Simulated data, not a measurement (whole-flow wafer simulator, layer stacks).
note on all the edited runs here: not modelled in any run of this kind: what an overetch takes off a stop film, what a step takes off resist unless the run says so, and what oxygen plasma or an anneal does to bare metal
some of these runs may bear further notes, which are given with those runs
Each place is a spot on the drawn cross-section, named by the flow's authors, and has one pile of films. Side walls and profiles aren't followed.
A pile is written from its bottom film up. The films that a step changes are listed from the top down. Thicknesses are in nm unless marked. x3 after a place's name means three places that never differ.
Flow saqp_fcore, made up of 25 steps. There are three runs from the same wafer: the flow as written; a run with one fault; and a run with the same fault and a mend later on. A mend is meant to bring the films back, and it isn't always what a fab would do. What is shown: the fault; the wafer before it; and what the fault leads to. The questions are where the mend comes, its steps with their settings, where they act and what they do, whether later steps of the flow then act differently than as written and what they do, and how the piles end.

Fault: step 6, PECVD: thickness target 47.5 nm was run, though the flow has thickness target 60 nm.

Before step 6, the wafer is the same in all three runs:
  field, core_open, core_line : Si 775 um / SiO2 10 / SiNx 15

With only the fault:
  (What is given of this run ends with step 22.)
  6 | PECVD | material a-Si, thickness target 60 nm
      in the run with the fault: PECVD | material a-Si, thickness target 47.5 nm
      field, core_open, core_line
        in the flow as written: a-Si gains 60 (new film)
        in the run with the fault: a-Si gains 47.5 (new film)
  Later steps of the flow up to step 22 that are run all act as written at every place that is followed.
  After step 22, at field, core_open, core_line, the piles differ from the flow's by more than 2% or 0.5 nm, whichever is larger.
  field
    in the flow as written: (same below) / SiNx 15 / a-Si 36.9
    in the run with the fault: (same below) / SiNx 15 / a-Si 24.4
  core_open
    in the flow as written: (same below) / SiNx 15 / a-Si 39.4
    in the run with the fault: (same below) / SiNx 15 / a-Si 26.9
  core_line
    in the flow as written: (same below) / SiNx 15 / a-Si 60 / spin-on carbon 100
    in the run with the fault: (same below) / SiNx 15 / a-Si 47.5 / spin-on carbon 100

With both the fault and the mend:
  The mend follows step 7.
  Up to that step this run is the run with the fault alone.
  7a | ETCH | chemistry tmah, depth target 54.62 nm
      field, core_open, core_line
        a-Si loses 47.5 (all of it)
  7b | PECVD | material a-Si, thickness target 60 nm (a further turn of the flow's step 6)
      field, core_open, core_line
        a-Si gains 60 (new film)
  Later steps of the flow that are run all act as written at every place that is followed.
  At every place that both follow, the piles at the end match the flow's.
